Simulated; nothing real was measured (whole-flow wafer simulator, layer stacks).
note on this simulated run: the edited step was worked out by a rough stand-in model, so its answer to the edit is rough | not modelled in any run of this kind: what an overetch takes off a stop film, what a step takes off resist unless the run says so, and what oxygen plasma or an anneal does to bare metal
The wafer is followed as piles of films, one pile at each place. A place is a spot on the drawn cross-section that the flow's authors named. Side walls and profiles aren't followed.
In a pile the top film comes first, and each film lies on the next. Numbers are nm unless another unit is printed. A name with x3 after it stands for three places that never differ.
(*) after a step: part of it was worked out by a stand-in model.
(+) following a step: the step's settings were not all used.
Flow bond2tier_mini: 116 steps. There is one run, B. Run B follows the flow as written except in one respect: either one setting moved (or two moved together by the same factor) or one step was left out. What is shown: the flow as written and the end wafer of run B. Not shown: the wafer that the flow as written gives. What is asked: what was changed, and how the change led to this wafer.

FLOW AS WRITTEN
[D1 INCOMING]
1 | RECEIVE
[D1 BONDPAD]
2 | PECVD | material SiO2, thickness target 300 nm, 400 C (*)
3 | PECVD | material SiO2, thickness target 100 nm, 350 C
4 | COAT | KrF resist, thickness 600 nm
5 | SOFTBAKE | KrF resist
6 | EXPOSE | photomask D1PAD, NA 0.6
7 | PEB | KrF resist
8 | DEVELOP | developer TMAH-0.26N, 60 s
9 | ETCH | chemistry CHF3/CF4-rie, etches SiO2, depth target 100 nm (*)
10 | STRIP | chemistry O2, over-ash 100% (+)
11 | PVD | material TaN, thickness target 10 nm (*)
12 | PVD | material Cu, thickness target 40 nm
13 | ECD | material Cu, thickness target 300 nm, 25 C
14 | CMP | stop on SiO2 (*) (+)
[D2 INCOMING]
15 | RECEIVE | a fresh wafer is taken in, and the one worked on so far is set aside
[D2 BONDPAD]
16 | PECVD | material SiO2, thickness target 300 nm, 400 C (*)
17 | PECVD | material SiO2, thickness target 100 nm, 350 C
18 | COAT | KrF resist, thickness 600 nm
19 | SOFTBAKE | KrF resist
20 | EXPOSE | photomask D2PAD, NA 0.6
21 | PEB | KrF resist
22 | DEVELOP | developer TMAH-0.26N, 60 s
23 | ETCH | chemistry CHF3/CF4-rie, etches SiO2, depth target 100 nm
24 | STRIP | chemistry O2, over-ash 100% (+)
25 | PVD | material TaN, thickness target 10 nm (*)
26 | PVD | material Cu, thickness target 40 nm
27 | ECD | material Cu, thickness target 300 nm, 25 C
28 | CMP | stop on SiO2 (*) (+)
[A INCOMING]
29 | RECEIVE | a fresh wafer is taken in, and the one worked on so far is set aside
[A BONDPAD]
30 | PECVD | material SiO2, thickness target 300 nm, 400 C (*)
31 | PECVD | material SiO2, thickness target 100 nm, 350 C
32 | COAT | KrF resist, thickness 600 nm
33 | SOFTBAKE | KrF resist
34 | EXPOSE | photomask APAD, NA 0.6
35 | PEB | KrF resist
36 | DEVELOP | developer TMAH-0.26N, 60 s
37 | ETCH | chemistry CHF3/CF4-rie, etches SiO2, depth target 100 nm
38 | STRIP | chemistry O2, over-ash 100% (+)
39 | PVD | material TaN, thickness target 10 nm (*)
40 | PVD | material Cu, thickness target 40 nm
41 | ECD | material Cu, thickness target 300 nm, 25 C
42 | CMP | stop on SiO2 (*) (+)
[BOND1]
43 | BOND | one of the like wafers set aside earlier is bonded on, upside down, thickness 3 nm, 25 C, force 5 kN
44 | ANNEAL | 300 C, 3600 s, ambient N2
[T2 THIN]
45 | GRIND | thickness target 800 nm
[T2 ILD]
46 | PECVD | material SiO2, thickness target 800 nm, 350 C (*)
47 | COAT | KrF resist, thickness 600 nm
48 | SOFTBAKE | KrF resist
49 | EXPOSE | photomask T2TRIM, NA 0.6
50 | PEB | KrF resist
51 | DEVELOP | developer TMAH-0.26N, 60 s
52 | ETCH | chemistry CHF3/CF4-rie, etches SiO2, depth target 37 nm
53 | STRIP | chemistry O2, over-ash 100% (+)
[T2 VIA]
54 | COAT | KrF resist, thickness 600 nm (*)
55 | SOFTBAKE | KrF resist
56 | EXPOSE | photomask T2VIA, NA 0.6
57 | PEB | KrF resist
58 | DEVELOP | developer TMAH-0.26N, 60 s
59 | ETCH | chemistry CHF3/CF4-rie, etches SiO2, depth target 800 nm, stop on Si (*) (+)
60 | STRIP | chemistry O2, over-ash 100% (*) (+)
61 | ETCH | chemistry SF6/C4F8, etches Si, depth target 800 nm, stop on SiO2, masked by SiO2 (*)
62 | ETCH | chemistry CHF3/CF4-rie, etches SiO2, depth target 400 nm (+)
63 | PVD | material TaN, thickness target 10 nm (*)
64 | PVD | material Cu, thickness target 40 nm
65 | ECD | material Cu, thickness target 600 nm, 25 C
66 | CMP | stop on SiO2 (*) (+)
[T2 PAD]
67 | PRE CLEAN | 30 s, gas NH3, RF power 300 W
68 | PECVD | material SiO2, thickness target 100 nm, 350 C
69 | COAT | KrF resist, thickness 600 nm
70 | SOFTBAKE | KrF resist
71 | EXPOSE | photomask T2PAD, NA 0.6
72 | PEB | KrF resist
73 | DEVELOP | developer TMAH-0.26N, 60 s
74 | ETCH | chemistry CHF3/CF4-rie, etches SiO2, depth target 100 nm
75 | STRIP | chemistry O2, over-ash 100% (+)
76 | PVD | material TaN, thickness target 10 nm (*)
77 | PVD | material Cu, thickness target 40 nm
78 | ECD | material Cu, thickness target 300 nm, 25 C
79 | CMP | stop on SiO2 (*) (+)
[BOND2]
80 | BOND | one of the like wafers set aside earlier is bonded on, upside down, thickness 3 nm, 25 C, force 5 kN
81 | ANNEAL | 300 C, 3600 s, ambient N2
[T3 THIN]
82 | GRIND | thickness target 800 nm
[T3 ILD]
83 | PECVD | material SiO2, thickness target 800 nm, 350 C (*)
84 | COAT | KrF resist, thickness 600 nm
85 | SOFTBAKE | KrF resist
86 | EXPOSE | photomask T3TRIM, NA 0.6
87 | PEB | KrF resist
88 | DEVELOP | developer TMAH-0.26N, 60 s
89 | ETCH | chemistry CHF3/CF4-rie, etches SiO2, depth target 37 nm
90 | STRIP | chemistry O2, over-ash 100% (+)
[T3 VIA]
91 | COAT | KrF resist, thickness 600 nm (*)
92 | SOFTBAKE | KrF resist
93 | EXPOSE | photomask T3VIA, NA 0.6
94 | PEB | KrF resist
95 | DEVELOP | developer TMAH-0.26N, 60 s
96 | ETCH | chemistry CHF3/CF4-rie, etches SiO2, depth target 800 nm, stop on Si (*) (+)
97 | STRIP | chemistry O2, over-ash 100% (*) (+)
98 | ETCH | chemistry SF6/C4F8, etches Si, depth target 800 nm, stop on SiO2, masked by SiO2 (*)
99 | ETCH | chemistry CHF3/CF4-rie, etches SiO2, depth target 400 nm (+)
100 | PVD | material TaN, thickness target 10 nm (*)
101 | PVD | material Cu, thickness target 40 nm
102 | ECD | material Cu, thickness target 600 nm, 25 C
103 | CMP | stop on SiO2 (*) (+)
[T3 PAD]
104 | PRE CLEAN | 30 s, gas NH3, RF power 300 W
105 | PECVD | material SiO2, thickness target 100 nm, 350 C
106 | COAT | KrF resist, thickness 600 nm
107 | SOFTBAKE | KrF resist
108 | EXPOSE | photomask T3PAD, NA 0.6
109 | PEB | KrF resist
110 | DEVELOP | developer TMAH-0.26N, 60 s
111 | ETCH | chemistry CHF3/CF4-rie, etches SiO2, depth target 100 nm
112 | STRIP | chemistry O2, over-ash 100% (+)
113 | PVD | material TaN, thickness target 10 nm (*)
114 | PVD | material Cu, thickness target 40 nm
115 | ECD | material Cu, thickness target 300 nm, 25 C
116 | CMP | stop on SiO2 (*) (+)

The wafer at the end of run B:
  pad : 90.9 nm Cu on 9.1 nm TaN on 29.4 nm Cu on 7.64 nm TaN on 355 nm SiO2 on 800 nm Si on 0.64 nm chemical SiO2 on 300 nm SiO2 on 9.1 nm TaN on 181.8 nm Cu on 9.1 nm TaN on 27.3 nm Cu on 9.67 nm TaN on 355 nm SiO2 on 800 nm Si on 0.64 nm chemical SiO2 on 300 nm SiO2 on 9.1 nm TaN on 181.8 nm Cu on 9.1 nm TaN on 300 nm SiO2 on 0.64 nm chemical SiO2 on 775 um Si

The reason: step 100, PVD: thickness target 7.9 nm was run, while the flow as written has thickness target 10 nm.

The path from the change to this, step by step:
  100 | PVD | material TaN, thickness target 10 nm (*)
      field: +7.9 TaN (new film) (it would be, as written: +10 TaN (new film))
      pad: +7.64 TaN (new film) (it would be, as written: +9.67 TaN (new film))
  103 | CMP | stop on SiO2 (*) (+)
      field: -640 Cu (all of it), -7.9 TaN (all of it) (it would be, as written: -640 Cu (all of it), -10 TaN (all of it))
